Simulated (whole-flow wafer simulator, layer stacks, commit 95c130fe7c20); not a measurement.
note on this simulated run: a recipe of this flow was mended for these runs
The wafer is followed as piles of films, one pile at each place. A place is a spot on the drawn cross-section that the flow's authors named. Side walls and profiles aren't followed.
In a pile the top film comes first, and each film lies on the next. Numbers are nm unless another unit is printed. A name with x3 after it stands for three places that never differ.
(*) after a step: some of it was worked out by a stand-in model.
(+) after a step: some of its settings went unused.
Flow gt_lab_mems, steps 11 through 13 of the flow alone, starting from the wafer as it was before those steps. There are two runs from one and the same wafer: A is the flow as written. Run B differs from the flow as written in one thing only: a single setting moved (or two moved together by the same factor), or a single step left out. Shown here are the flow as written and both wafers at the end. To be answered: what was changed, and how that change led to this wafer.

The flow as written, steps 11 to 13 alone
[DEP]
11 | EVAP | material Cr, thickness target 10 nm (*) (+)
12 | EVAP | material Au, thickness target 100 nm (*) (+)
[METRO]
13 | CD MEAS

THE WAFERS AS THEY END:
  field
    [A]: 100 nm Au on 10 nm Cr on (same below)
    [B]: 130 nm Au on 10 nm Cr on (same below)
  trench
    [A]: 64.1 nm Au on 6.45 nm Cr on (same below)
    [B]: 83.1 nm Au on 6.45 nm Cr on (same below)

The reason: step 12, EVAP: thickness target 130 nm was run, whereas the flow has thickness target 100 nm.
The wafer itself shows it: field has Au 130, and step 12 as written asks for 100 nm.

The path from the change to this, step by step:
  12 | EVAP | material Au, thickness target 100 nm (*) (+)
      field: A +100 Au (new film) | B +130 Au (new film)
      trench: A +64.1 Au (new film) | B +83.1 Au (new film)
